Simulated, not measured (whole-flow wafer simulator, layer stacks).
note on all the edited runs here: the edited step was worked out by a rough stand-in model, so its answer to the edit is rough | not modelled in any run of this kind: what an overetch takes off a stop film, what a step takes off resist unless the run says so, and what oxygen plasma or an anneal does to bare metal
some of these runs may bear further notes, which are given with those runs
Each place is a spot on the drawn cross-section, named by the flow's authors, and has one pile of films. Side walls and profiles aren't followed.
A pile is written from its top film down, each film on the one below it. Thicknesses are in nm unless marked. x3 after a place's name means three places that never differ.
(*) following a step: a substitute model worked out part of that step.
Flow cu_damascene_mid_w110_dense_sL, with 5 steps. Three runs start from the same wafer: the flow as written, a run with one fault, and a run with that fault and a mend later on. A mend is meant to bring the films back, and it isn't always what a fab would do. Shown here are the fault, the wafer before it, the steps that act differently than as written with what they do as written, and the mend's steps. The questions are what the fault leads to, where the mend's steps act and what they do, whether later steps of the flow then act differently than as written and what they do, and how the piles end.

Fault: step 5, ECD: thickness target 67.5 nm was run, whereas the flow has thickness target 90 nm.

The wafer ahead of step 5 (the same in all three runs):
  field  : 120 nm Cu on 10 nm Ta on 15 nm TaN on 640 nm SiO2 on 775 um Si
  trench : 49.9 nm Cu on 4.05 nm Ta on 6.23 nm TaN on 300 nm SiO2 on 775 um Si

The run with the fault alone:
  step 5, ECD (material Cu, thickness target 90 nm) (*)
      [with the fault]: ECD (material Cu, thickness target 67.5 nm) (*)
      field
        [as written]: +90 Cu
        [with the fault]: +67.5 Cu
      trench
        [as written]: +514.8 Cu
        [with the fault]: +492.3 Cu
  None of the later steps of the flow acts differently than as written at any place that is followed.
  At field, trench, the piles at the end differ from the flow's by more than 2% or 0.5 nm, whichever is larger.
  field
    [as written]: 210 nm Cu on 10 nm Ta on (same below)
    [with the fault]: 187.5 nm Cu on 10 nm Ta on (same below)
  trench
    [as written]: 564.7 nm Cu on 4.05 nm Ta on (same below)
    [with the fault]: 542.2 nm Cu on 4.05 nm Ta on (same below)

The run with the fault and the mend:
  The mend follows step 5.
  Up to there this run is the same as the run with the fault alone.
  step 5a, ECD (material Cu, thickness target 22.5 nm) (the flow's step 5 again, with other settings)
      field, trench
        +22.5 Cu
  None of the later steps of the flow acts differently than as written at any place that is followed.
  By the end, the piles equal the flow's at every place that both follow.
